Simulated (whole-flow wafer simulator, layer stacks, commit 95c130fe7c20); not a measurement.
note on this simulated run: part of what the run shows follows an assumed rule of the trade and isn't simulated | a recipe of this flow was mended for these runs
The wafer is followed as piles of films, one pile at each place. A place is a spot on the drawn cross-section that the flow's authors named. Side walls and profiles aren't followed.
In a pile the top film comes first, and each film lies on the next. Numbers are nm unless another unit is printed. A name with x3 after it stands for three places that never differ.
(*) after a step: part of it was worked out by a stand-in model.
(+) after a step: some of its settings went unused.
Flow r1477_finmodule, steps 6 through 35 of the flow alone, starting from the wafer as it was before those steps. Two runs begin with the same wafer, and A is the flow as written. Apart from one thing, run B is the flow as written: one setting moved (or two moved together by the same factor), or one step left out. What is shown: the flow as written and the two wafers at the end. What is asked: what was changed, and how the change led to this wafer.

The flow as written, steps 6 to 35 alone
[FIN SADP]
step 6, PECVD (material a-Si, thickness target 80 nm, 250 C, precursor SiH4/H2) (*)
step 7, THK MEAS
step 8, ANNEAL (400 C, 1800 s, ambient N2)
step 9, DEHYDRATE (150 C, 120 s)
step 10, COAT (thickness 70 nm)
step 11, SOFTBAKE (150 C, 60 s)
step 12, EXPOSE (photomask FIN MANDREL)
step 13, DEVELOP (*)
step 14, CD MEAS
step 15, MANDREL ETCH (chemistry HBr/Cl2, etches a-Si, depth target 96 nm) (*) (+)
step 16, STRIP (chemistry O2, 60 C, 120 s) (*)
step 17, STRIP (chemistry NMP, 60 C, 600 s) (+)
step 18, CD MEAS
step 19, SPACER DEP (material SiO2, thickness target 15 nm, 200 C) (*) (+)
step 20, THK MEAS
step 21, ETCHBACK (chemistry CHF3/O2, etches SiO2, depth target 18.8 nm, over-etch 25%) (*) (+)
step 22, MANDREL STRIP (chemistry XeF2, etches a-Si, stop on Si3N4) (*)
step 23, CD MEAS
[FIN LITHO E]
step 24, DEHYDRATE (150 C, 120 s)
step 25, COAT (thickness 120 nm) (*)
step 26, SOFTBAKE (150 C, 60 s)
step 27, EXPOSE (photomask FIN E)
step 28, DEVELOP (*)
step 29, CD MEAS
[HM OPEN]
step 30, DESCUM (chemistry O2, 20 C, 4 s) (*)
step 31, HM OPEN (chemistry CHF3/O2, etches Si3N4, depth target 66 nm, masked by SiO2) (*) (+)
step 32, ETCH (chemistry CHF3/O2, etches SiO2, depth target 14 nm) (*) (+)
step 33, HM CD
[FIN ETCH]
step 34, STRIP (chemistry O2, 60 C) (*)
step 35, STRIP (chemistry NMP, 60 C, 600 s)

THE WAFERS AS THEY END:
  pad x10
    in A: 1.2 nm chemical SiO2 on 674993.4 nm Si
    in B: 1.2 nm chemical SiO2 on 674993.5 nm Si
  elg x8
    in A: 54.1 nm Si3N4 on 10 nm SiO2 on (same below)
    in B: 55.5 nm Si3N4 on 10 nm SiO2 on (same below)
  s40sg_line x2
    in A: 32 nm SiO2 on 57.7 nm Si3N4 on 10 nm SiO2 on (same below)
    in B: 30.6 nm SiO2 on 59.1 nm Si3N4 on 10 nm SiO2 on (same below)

Cause: step 15, MANDREL ETCH: depth target 86.4 nm was run, while the flow as written has depth target 96 nm.

How this came from the change, step by step:
  step 15, MANDREL ETCH (chemistry HBr/Cl2, etches a-Si, depth target 96 nm) (*) (+)
      pad x10, elg x8, s40sg x2, s40sg_line x2, s45sg x2, s45sg_line x2, s50sg x2, s50sg_line x2: A a-Si loses 80 (all of it), Si3N4 loses 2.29 | B a-Si loses 80 (all of it), Si3N4 loses 0.91
      s40cg x2, s45cg x2, s50cg x2: A e-beam-resist loses 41 | B e-beam-resist loses 37.3
  step 16, STRIP (chemistry O2, 60 C, 120 s) (*)
      s40cg x2, s45cg x2, s50cg x2: A chemical SiO2 gains 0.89 (new film), e-beam-resist loses 29 (all of it), a-Si loses 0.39 | B chemical SiO2 gains 0.83 (new film), e-beam-resist loses 32.7 (all of it), a-Si loses 0.37
  step 31, HM OPEN (chemistry CHF3/O2, etches Si3N4, depth target 66 nm, masked by SiO2) (*) (+)
      pad x10, s40sg x2, s45sg x2, s50sg x2: A Si3N4 loses 54.1 (all of it), SiO2 loses 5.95 | B Si3N4 loses 55.5 (all of it), SiO2 loses 5.27
  step 32, ETCH (chemistry CHF3/O2, etches SiO2, depth target 14 nm) (*) (+)
      pad x10, s40sg x2, s45sg x2, s50sg x2: A SiO2 loses 4.05 (all of it), Si loses 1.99 | B SiO2 loses 4.73 (all of it), Si loses 1.85
